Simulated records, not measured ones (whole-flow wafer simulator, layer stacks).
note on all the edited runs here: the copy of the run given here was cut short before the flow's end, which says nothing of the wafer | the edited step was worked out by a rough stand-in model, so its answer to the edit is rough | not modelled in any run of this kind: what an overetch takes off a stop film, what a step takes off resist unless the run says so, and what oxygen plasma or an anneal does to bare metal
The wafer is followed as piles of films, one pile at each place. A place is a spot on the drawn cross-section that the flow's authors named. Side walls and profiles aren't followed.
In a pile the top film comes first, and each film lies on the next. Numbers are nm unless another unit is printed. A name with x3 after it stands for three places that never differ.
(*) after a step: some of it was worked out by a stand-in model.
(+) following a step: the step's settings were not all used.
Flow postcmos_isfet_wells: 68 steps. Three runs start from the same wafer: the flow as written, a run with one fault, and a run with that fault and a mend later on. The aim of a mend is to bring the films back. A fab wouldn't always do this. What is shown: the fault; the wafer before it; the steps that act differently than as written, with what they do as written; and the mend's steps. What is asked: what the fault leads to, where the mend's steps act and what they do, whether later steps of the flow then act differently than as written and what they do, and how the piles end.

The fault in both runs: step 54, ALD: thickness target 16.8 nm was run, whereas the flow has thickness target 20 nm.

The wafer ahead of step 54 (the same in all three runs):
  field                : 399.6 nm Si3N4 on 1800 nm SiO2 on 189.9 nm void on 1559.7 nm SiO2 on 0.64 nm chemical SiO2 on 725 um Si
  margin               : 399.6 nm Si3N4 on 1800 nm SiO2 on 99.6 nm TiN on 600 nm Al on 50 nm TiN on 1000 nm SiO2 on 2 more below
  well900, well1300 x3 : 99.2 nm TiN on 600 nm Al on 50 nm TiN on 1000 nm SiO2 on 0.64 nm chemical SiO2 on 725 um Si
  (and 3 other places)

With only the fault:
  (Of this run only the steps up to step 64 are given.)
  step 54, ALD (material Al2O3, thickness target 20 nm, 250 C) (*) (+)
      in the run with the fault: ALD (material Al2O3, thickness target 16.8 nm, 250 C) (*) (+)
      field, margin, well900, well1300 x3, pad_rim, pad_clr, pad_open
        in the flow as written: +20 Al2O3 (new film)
        in the run with the fault: +16.8 Al2O3 (new film)
  None of the later steps of the flow up to step 64 differs from how it acts as written, at any place that is followed, by more than 2% or 0.5 nm, whichever is larger.
  Once step 64 is done, the piles at field, margin, pad_rim, pad_clr, pad_open depart from the flow's by more than 2% or 0.5 nm, whichever is larger.
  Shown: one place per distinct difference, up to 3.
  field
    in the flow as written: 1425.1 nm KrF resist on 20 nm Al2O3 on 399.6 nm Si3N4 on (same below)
    in the run with the fault: 1417 nm KrF resist on 16.8 nm Al2O3 on 399.6 nm Si3N4 on (same below)
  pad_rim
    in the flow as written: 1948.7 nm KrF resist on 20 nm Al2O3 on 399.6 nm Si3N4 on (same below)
    in the run with the fault: 1948.5 nm KrF resist on 16.8 nm Al2O3 on 399.6 nm Si3N4 on (same below)
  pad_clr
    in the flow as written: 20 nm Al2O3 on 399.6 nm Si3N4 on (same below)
    in the run with the fault: 16.8 nm Al2O3 on 399.6 nm Si3N4 on (same below)

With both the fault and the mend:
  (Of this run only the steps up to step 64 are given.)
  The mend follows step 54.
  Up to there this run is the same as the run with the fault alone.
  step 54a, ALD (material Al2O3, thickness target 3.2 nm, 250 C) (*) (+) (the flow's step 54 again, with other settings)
      field, margin, well900, well1300 x3, pad_rim, pad_clr, pad_open
        +3.2 Al2O3
  None of the later steps of the flow up to step 64 acts differently than as written at any place that is followed.
  The piles after step 64 are the same as the flow's at every place that both follow.
